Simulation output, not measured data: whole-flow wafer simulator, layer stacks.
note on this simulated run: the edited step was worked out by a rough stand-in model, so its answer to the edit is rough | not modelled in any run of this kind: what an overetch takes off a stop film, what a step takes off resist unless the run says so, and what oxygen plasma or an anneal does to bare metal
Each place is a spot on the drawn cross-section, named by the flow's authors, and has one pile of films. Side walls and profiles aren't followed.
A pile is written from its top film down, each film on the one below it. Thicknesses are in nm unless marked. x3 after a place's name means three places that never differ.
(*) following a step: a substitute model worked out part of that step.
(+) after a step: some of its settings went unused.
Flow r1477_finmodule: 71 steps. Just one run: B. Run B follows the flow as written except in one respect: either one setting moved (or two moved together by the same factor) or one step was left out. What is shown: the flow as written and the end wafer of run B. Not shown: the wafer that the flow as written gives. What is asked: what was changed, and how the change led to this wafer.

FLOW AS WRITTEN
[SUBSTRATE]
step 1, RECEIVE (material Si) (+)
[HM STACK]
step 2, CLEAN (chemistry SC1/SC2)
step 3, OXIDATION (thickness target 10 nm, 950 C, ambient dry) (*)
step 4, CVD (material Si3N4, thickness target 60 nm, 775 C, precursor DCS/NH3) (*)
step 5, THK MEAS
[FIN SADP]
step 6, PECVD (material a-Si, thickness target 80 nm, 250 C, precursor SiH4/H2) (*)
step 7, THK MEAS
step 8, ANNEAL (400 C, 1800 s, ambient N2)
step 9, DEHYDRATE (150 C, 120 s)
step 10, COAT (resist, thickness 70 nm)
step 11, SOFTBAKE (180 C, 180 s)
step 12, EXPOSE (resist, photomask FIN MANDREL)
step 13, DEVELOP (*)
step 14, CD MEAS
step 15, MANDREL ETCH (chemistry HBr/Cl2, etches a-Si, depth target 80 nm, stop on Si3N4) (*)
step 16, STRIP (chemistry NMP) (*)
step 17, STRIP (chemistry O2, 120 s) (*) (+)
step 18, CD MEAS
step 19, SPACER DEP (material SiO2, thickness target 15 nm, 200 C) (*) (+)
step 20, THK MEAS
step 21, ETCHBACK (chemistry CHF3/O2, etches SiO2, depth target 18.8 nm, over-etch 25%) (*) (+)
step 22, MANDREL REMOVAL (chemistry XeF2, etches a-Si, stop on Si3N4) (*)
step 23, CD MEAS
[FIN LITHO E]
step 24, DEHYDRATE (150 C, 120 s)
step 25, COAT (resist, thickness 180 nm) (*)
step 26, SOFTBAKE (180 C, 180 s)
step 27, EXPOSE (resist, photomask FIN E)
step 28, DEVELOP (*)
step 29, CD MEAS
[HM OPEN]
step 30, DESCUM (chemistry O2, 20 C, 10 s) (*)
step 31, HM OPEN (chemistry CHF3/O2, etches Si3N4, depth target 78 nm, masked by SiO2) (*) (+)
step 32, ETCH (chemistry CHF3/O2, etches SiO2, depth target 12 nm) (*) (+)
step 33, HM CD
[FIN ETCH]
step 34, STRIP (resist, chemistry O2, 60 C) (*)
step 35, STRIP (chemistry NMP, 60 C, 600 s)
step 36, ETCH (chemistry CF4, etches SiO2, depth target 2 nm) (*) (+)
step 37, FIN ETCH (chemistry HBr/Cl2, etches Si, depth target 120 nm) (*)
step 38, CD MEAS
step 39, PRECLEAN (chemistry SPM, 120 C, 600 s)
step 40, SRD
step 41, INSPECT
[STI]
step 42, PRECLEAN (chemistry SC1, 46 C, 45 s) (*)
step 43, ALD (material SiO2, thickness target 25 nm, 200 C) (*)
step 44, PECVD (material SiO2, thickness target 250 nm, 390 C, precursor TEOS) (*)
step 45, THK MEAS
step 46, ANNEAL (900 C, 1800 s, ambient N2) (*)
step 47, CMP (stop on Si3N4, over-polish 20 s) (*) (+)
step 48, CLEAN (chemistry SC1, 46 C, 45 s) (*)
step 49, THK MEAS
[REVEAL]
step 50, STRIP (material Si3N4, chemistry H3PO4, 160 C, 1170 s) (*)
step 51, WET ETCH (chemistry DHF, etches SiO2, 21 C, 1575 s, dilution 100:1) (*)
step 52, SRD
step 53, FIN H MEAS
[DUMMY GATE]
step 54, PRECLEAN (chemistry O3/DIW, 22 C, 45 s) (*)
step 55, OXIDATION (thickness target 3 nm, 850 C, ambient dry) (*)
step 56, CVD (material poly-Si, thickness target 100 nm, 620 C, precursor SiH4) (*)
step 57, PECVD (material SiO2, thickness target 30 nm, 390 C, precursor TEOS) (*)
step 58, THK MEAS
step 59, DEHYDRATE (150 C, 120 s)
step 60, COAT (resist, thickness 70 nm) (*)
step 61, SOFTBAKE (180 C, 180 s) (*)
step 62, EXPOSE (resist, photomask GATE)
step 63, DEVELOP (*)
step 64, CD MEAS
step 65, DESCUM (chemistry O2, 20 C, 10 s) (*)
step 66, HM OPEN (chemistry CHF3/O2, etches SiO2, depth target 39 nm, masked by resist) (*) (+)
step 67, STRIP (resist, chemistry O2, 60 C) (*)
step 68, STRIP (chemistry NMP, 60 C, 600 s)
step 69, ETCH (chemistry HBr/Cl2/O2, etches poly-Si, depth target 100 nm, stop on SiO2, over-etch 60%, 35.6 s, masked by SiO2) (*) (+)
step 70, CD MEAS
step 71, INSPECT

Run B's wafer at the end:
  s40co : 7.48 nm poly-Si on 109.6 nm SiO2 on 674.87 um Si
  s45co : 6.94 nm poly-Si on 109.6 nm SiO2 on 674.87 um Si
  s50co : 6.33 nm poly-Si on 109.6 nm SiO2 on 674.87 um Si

Cause: step 69, ETCH: depth target 65 nm was run, whereas the flow has depth target 100 nm.

The path from the change to this, step by step:
  step 69, ETCH (chemistry HBr/Cl2/O2, etches poly-Si, depth target 100 nm, stop on SiO2, over-etch 60%, 35.6 s, masked by SiO2) (*) (+)
      s40co: -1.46 chemical SiO2 (all of it), -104 poly-Si (as written it would have been: -1.46 chemical SiO2 (all of it), -111.5 poly-Si (all of it), -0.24 SiO2)
      s45co: -1.46 chemical SiO2 (all of it), -104 poly-Si (as written it would have been: -1.46 chemical SiO2 (all of it), -110.9 poly-Si (all of it), -0.25 SiO2)
      (also at 19 further places)
